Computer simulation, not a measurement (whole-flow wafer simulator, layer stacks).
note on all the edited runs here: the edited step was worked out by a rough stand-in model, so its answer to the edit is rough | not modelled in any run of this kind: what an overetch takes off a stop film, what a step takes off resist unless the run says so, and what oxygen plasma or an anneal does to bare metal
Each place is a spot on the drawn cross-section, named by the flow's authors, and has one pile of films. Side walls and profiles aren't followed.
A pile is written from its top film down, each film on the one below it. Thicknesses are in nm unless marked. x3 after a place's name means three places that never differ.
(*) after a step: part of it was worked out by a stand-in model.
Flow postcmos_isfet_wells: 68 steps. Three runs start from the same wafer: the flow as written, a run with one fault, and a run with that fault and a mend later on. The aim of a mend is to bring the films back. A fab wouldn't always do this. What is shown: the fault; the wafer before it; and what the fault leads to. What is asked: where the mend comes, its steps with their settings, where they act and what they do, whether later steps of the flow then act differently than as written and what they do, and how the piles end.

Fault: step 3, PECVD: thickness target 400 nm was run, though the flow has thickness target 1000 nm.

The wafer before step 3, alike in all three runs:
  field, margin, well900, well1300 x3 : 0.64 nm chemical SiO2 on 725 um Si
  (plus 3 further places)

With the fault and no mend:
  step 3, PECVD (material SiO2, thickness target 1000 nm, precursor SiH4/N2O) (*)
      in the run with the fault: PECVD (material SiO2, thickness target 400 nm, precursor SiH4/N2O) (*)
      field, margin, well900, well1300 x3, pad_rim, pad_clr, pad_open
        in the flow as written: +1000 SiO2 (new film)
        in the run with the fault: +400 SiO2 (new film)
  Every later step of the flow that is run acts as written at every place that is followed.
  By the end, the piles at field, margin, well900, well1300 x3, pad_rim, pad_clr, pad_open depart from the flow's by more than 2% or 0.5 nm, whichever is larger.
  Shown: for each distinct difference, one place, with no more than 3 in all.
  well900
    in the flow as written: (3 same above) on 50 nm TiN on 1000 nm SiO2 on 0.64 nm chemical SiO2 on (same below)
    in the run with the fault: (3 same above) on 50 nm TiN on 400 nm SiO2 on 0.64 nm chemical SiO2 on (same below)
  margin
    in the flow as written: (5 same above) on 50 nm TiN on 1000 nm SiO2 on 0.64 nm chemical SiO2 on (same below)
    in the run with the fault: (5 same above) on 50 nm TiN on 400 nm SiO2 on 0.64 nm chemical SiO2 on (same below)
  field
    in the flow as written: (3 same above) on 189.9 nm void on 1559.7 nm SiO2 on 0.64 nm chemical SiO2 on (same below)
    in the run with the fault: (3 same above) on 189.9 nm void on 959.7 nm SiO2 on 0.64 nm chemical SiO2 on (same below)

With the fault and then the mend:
  The mend stands after step 3.
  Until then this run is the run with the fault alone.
  step 3a, PECVD (material SiO2, thickness target 600 nm, precursor SiH4/N2O) (*) (the flow's step 3 again, with other settings)
      field, margin, well900, well1300 x3, pad_rim, pad_clr, pad_open
        +600 SiO2
  Every later step of the flow that is run acts as written at every place that is followed.
  At every place that both follow, the piles at the end match the flow's.
